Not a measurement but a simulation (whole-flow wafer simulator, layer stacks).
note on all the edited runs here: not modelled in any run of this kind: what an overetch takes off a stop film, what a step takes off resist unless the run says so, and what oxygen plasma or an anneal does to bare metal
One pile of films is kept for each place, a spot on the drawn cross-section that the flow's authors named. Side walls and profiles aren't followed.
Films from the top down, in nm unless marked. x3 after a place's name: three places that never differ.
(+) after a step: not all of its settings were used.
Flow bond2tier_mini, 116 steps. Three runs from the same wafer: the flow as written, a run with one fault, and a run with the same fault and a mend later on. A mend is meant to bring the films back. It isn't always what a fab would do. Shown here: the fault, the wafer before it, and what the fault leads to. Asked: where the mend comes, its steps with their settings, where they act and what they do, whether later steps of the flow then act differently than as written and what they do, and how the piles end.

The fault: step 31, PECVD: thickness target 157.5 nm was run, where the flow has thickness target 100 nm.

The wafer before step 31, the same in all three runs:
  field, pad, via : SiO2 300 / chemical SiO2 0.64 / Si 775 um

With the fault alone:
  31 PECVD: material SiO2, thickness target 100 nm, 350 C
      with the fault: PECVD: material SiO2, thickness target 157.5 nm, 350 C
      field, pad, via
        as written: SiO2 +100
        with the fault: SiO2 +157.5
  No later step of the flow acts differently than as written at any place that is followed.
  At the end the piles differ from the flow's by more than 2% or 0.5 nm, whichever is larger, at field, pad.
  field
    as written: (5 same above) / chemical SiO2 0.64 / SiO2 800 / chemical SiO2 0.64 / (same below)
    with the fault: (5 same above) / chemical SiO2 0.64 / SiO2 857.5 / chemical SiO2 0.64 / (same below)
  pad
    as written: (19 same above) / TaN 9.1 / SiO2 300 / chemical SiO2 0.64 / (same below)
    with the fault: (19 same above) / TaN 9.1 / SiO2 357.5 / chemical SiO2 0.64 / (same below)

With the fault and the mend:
  The mend comes after step 36.
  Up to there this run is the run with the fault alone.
  36a STRIP: chemistry O2, over-ash 100% (+)
      field
        KrF resist -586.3 (all of it)
  36b ETCH: chemistry CHF3/CF4-rie, etches SiO2, depth target 57.5 nm
      field, pad, via
        SiO2 -57.5
  36c COAT: KrF resist, thickness 600 nm (the flow's step 32 once more)
      field, pad, via
        KrF resist +600 (new film)
  36d SOFTBAKE: KrF resist (the flow's step 33 once more)
      changes no film at any place that is followed
  36e EXPOSE: photomask APAD, NA 0.6 (the flow's step 34 once more)
      changes no film at any place that is followed
  36f PEB: KrF resist (the flow's step 35 once more)
      changes no film at any place that is followed
  36g DEVELOP: developer TMAH-0.26N, 60 s (the flow's step 36 once more)
      pad, via
        KrF resist -600 (all of it)
      field
        KrF resist -13.7
  No later step of the flow acts differently than as written at any place that is followed.
  At the end the piles are the same as the flow's at every place that both follow.
